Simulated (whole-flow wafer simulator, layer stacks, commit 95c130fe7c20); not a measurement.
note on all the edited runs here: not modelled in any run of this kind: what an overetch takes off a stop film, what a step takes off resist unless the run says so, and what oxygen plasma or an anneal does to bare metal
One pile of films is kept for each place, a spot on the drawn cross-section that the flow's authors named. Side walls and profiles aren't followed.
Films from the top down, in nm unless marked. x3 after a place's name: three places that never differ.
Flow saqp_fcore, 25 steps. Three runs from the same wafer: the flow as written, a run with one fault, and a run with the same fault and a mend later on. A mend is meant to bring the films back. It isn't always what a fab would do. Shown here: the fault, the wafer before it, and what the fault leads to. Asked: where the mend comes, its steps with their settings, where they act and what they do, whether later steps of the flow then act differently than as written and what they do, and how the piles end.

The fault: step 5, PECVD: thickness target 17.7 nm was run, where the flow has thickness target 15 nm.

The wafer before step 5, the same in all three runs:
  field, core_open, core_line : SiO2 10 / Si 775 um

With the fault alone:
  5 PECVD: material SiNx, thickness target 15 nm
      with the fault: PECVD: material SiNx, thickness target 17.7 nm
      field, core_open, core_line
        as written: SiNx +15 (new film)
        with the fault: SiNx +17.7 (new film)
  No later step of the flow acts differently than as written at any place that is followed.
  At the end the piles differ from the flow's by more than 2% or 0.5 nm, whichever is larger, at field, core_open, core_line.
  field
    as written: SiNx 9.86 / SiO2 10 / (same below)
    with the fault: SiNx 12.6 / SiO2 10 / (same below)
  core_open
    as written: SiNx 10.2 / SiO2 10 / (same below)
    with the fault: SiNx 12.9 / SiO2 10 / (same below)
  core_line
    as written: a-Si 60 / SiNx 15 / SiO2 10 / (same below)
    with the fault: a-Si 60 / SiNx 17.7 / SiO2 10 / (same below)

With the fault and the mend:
  The mend comes after step 5.
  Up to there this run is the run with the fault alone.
  5a ETCH: chemistry h3po4, depth target 2.7 nm
      field, core_open, core_line
        SiNx -2.7
  No later step of the flow acts differently than as written at any place that is followed.
  At the end the piles are the same as the flow's at every place that both follow.
